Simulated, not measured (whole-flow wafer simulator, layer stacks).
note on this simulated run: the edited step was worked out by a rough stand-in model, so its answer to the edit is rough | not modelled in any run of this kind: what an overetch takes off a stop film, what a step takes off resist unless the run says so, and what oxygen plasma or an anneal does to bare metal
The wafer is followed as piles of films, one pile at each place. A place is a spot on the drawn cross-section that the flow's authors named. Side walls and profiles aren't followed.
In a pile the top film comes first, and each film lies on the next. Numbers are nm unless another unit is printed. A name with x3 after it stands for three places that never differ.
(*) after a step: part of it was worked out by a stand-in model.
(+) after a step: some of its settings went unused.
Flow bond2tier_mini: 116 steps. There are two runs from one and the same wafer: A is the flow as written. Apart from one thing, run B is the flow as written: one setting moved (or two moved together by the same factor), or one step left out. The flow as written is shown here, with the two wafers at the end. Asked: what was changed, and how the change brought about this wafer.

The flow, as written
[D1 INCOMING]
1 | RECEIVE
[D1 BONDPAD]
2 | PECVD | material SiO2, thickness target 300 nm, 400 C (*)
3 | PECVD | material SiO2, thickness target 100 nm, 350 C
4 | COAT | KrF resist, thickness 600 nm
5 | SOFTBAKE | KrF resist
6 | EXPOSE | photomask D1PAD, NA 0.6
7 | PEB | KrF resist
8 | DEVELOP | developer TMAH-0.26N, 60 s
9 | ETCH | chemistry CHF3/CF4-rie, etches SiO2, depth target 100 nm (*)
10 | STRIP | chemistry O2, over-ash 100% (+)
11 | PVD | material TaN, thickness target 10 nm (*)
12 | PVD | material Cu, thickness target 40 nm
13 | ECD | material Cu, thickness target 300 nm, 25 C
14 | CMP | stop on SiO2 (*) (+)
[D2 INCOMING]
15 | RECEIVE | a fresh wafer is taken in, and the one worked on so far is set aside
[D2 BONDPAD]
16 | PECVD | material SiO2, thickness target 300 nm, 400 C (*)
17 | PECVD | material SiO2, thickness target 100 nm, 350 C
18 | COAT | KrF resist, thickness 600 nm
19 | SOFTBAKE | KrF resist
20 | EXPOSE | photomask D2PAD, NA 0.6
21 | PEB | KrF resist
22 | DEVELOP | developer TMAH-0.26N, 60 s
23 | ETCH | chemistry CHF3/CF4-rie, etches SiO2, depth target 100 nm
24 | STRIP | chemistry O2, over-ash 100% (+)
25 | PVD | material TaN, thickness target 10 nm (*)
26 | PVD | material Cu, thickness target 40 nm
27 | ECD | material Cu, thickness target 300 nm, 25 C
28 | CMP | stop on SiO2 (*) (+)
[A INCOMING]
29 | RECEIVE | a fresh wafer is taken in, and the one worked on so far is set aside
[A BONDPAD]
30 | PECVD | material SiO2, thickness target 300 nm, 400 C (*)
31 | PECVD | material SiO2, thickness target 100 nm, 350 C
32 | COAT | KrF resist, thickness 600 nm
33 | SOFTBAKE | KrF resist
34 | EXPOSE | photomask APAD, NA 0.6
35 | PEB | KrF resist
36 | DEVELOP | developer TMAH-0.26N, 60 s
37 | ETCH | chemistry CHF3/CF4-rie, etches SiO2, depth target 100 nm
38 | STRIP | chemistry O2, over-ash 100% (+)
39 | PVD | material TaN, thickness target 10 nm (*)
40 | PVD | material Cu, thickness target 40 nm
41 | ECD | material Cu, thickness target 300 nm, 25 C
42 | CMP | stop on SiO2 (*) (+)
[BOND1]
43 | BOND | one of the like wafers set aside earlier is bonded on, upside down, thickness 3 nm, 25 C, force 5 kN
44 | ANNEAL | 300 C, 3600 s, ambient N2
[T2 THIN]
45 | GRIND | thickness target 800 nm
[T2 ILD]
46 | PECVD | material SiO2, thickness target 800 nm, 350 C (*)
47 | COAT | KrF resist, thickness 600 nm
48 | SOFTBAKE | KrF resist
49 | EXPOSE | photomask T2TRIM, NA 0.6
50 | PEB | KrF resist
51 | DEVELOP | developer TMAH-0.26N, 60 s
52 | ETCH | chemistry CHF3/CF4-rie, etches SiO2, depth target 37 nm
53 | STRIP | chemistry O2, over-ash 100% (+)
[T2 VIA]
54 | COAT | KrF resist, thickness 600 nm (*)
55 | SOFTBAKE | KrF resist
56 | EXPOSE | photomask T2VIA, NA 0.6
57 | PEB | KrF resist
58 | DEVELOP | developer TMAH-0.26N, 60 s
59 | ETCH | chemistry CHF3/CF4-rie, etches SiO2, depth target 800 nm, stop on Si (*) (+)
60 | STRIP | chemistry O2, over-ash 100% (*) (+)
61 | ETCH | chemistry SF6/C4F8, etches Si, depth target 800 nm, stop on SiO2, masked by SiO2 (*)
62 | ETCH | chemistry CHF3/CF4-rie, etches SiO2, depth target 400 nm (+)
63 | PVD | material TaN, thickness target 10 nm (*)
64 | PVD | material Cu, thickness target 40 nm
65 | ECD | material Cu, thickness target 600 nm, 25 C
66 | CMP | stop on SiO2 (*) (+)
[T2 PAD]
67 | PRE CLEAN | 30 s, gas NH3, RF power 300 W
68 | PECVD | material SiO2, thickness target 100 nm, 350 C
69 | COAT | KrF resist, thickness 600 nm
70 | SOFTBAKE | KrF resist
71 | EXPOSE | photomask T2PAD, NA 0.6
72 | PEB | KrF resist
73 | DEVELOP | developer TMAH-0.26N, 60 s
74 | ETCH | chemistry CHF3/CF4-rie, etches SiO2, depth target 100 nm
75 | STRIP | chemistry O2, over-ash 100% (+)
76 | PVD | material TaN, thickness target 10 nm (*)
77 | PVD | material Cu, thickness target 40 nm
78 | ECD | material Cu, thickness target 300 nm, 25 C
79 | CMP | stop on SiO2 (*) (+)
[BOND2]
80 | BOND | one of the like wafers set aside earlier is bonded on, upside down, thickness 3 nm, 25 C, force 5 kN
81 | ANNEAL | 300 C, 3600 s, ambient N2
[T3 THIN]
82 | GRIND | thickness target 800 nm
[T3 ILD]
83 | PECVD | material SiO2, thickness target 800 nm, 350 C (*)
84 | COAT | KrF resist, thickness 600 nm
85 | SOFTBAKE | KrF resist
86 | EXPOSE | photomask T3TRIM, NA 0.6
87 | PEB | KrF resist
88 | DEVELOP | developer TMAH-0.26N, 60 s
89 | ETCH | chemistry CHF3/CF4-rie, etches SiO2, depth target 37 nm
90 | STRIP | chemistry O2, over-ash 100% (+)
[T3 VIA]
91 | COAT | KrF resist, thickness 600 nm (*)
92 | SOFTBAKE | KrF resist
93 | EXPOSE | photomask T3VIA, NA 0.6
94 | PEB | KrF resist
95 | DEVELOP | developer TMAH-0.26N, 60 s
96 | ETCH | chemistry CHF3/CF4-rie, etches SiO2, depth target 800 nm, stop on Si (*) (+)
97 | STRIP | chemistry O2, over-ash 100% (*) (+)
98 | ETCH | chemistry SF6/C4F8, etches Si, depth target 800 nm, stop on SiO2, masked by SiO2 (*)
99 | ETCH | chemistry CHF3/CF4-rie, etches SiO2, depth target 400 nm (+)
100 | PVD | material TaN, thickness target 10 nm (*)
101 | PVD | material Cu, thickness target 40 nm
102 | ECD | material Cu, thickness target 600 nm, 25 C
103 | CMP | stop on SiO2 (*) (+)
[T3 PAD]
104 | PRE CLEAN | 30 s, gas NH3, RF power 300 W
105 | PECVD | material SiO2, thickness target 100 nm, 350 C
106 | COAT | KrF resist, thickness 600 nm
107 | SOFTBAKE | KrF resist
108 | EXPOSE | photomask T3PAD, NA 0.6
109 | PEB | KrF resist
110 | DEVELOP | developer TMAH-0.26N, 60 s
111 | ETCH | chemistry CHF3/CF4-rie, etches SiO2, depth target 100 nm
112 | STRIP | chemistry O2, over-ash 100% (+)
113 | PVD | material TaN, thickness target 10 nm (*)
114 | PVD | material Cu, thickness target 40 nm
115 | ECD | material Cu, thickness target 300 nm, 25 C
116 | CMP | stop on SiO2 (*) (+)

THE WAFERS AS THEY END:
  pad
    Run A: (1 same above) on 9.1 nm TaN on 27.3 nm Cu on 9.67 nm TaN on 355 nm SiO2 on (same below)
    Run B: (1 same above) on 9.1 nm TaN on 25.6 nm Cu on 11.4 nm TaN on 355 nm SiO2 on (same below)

What caused this: step 100, PVD: thickness target 11.8 nm was run, whereas the flow has thickness target 10 nm.

How this came from the change, step by step:
  100 | PVD | material TaN, thickness target 10 nm (*)
      field: A TaN gains 10 (new film) | B TaN gains 11.8 (new film)
      pad: A TaN gains 9.67 (new film) | B TaN gains 11.4 (new film)
  103 | CMP | stop on SiO2 (*) (+)
      field: A Cu loses 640 (all of it), TaN loses 10 (all of it) | B Cu loses 640 (all of it), TaN loses 11.8 (all of it)
